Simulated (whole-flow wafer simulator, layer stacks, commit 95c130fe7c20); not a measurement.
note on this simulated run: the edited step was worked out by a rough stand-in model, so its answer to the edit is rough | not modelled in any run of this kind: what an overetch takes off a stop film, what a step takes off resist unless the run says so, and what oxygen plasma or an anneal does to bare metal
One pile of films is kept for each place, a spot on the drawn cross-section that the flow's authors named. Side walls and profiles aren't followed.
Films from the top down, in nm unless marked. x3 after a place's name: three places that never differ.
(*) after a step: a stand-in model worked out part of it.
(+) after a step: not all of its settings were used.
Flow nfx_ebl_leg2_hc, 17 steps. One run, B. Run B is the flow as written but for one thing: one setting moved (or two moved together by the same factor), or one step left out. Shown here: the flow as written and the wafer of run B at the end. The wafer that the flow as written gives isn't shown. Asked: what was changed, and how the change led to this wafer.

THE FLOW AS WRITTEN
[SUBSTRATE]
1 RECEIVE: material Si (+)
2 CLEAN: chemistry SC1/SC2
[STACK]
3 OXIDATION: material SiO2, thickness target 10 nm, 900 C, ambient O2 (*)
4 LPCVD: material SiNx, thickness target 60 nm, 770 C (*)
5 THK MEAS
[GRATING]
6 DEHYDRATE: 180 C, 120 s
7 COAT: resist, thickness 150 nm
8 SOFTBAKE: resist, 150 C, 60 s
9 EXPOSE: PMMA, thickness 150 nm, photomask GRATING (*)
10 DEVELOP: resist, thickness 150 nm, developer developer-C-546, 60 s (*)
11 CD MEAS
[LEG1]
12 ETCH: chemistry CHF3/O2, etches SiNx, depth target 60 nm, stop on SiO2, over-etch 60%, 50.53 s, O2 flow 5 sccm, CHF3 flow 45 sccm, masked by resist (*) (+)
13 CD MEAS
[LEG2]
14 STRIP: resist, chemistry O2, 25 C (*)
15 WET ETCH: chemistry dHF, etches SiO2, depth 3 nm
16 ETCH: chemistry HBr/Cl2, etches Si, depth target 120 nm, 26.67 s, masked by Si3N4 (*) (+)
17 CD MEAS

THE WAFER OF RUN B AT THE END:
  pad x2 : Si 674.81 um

The cause: step 16, ETCH: depth target 186 nm was run, where the flow has depth target 120 nm.

How the change led to this, step by step:
  16 ETCH: chemistry HBr/Cl2, etches Si, depth target 120 nm, 26.67 s, masked by Si3N4 (*) (+)
      pad x2: Si -186 (as written it would be: Si -120)
